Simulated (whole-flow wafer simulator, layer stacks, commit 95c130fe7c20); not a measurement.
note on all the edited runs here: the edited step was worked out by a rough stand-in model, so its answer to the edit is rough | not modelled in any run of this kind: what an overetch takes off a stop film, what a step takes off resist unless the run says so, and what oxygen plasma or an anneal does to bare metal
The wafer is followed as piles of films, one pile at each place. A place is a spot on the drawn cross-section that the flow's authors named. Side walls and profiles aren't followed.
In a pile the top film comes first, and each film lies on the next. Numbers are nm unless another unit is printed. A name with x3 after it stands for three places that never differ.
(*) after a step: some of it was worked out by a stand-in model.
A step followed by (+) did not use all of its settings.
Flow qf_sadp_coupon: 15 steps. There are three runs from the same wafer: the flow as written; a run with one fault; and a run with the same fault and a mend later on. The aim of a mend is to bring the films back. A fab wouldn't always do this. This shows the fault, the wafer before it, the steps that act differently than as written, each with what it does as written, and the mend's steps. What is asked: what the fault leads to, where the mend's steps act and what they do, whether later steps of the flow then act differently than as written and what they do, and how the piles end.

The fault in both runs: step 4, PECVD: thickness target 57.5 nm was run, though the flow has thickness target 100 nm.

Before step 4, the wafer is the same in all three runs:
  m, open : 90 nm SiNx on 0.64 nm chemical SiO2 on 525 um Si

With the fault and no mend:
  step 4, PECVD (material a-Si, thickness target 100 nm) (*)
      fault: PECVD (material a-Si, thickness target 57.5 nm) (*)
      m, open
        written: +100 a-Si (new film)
        fault: +57.5 a-Si (new film)
  Later steps of the flow acting differently than as written:
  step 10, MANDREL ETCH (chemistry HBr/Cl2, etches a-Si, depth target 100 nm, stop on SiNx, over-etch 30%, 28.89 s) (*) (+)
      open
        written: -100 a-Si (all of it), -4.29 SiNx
        fault: -57.5 a-Si (all of it), -10.4 SiNx
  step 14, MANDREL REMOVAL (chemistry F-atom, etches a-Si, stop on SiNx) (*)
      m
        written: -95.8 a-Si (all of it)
        fault: -53.3 a-Si (all of it)
  The piles end different from the flow's at open by more than 2% or 0.5 nm, whichever is larger.
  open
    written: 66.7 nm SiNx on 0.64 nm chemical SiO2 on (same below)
    fault: 60.6 nm SiNx on 0.64 nm chemical SiO2 on (same below)

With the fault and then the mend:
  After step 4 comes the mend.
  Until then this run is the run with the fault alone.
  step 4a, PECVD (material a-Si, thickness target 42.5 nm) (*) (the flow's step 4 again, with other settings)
      m, open
        +42.5 a-Si
  Every later step of the flow that is run acts as written at every place that is followed.
  At every place that both follow, the piles at the end match the flow's.
